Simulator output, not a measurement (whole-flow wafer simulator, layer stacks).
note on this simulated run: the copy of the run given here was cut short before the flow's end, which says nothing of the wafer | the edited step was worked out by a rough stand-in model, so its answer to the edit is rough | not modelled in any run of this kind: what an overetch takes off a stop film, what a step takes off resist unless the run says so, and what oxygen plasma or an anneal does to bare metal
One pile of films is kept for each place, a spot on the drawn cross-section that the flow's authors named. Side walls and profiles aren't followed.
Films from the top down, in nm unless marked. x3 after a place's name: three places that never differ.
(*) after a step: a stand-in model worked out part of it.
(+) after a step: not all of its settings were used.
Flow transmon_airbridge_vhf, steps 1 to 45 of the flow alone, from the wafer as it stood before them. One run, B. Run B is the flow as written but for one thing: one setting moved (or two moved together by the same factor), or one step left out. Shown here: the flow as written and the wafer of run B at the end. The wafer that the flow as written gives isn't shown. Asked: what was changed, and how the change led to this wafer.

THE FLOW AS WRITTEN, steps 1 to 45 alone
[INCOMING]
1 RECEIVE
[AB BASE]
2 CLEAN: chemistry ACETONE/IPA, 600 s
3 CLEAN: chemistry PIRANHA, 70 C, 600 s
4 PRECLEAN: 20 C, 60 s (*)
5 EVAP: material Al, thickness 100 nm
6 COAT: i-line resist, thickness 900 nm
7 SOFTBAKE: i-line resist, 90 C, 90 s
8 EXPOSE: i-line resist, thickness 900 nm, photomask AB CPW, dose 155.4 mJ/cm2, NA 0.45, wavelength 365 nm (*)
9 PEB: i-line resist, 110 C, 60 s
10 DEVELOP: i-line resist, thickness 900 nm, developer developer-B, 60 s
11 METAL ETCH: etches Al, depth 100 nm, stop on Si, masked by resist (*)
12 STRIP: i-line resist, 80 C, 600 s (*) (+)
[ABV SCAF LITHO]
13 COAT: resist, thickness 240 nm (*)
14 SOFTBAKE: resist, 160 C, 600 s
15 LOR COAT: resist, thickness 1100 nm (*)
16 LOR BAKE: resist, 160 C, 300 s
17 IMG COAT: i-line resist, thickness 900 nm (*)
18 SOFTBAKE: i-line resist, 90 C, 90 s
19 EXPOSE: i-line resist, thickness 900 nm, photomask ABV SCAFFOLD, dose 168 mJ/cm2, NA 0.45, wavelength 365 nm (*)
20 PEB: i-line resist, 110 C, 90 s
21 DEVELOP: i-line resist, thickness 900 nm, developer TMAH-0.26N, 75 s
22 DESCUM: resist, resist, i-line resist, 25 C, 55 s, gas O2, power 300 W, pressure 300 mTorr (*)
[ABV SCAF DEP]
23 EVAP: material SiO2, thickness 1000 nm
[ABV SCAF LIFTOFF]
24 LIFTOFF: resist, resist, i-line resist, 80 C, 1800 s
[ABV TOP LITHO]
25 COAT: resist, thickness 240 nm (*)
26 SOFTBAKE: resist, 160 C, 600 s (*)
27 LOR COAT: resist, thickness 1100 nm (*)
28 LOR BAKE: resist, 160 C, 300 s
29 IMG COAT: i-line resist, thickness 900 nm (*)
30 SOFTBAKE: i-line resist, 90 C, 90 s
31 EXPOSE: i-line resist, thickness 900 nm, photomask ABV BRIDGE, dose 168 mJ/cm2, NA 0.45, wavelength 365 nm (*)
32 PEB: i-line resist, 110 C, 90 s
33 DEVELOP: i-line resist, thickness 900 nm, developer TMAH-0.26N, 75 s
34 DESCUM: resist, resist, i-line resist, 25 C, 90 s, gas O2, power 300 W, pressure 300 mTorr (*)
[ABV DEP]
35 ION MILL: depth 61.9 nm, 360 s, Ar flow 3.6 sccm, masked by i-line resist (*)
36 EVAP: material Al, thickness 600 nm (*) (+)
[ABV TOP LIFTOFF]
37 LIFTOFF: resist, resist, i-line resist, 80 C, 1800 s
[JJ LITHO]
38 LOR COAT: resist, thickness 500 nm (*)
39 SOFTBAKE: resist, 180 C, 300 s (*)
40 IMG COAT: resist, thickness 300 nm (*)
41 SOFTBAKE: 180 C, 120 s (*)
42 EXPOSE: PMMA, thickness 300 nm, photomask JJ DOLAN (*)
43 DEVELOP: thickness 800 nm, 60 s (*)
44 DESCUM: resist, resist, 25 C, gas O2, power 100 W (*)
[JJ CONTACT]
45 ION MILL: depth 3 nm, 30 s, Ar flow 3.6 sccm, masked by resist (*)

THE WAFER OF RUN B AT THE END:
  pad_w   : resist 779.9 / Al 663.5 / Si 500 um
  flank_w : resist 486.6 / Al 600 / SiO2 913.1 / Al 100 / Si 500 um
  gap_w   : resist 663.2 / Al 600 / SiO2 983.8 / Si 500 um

The cause: step 35, ION MILL: depth 27.9 nm was run, where the flow has depth 61.9 nm; step 35, ION MILL: 162 s was run, where the flow has 360 s.

How the change led to this, step by step:
  35 ION MILL: depth 61.9 nm, 360 s, Ar flow 3.6 sccm, masked by i-line resist (*)
      field x3, jj_line, ground_far, trace_open_s x2, margin_s, margin_n: i-line resist -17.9 (as written it would be: i-line resist -39.7)
      flank_w, gap_w, cpw_trace, gap_e, flank_e, bridge_strip: SiO2 -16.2 (as written it would be: SiO2 -36)
      (and at 2 more places)
  37 LIFTOFF: resist, resist, i-line resist, 80 C, 1800 s
      field x3, jj_line, trace_open_s x2: Al -600 (all of it), i-line resist -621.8 (all of it), resist -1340 (all of it) (as written it would be: Al -600 (all of it), i-line resist -600 (all of it), resist -1340 (all of it))
      margin_s, margin_n: Al -600 (all of it), i-line resist -340.1 (all of it), resist -992 (all of it) (as written it would be: Al -600 (all of it), i-line resist -318.3 (all of it), resist -992 (all of it))
      (and at 1 more place)
